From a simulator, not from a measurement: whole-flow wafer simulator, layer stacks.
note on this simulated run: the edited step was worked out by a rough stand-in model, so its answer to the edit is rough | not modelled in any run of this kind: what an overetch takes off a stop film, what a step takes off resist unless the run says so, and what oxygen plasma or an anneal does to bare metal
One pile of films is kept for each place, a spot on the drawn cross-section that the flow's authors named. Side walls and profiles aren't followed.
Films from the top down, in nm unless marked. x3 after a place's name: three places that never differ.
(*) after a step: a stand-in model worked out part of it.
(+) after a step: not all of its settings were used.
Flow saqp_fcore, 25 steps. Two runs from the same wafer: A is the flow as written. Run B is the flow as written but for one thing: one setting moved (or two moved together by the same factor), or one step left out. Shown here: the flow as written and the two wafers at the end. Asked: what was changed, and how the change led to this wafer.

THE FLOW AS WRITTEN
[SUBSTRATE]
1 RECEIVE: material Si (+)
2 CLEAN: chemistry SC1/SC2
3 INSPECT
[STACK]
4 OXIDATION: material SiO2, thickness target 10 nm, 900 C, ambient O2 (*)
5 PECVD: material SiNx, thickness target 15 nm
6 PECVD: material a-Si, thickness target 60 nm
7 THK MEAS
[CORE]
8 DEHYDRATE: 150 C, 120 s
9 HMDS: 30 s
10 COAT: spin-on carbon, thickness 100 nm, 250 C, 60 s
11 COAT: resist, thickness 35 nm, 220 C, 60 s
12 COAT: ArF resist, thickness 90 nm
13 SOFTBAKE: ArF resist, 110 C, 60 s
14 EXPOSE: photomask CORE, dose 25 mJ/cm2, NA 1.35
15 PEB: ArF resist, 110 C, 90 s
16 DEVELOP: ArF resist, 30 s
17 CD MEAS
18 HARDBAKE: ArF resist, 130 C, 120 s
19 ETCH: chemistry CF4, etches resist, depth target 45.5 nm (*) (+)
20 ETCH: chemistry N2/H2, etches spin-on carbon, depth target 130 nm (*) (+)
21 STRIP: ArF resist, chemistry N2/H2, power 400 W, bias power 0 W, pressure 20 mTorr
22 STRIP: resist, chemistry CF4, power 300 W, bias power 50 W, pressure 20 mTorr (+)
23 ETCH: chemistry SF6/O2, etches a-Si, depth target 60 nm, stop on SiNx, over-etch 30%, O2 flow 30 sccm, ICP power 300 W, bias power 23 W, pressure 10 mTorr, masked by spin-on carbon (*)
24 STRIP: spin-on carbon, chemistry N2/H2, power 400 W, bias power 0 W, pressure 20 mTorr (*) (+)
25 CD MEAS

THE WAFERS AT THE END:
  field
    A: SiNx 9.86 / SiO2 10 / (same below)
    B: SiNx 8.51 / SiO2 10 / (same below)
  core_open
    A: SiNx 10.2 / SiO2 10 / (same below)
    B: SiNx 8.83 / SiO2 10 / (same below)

The cause: step 23, ETCH: over-etch 48% was run, where the flow has over-etch 30%.

How the change led to this, step by step:
  23 ETCH: chemistry SF6/O2, etches a-Si, depth target 60 nm, stop on SiNx, over-etch 30%, O2 flow 30 sccm, ICP power 300 W, bias power 23 W, pressure 10 mTorr, masked by spin-on carbon (*)
      field: A a-Si -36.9 (all of it), SiNx -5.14 | B a-Si -36.9 (all of it), SiNx -6.49
      core_open: A a-Si -39.4 (all of it), SiNx -4.82 | B a-Si -39.4 (all of it), SiNx -6.17
      (and at 1 more place)
